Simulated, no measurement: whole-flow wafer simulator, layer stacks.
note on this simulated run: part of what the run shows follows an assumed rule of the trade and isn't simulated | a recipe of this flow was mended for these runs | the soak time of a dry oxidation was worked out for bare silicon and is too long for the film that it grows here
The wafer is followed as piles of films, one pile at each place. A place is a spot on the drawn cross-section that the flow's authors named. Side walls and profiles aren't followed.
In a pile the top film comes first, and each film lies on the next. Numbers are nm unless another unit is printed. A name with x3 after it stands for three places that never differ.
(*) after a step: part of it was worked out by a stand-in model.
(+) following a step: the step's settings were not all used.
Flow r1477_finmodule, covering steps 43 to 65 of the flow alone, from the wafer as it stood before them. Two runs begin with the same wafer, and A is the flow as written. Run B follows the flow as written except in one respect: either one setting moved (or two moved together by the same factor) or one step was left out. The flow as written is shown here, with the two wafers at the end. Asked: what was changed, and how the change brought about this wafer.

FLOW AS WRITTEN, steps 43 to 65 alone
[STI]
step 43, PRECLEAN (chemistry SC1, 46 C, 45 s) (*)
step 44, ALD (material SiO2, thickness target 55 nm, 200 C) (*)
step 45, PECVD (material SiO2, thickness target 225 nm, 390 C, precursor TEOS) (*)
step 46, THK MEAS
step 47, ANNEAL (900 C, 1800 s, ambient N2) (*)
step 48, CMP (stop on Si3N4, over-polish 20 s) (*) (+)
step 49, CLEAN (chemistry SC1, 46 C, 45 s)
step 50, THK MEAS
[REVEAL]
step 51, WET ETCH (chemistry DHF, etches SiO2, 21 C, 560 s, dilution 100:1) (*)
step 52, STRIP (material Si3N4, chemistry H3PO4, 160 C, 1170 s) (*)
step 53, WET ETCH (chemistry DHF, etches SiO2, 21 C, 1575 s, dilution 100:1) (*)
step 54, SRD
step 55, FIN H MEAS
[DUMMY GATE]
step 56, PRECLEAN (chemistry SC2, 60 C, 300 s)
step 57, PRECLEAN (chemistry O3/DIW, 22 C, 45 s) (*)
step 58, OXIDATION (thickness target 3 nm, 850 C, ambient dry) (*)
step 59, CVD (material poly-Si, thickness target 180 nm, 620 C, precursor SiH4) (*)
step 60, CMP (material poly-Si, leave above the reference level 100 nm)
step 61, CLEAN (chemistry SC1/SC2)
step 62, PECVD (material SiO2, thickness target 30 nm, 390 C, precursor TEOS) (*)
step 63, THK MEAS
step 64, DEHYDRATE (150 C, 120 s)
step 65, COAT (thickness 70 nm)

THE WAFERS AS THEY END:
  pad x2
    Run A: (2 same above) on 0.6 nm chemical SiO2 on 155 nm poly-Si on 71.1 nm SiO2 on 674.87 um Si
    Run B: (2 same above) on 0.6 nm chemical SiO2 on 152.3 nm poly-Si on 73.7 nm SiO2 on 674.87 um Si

Cause: step 44, ALD: thickness target 104.5 nm was run, whereas the flow has thickness target 55 nm.

How this came from the change, step by step:
  step 44, ALD (material SiO2, thickness target 55 nm, 200 C) (*)
      elg x8: A SiO2 gains 55 (new film) | B SiO2 gains 104.5 (new film)
      s40sg_line x6: A SiO2 gains 55 | B SiO2 gains 104.5
      (as well as at 2 more places)
  step 48, CMP (stop on Si3N4, over-polish 20 s) (*) (+)
      elg x8: A SiO2 loses 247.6 | B SiO2 loses 297.1
      s40sg_line x6: A SiO2 loses 287 (all of it), Si3N4 loses 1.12 | B SiO2 loses 336.5 (all of it), Si3N4 loses 1.12
      (as well as at 2 more places)
  step 53, WET ETCH (chemistry DHF, etches SiO2, 21 C, 1575 s, dilution 100:1) (*)
      pad x2: A SiO2 loses 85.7 | B SiO2 loses 83
  step 60, CMP (material poly-Si, leave above the reference level 100 nm)
      pad x2: A poly-Si loses 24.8 | B poly-Si loses 27.4
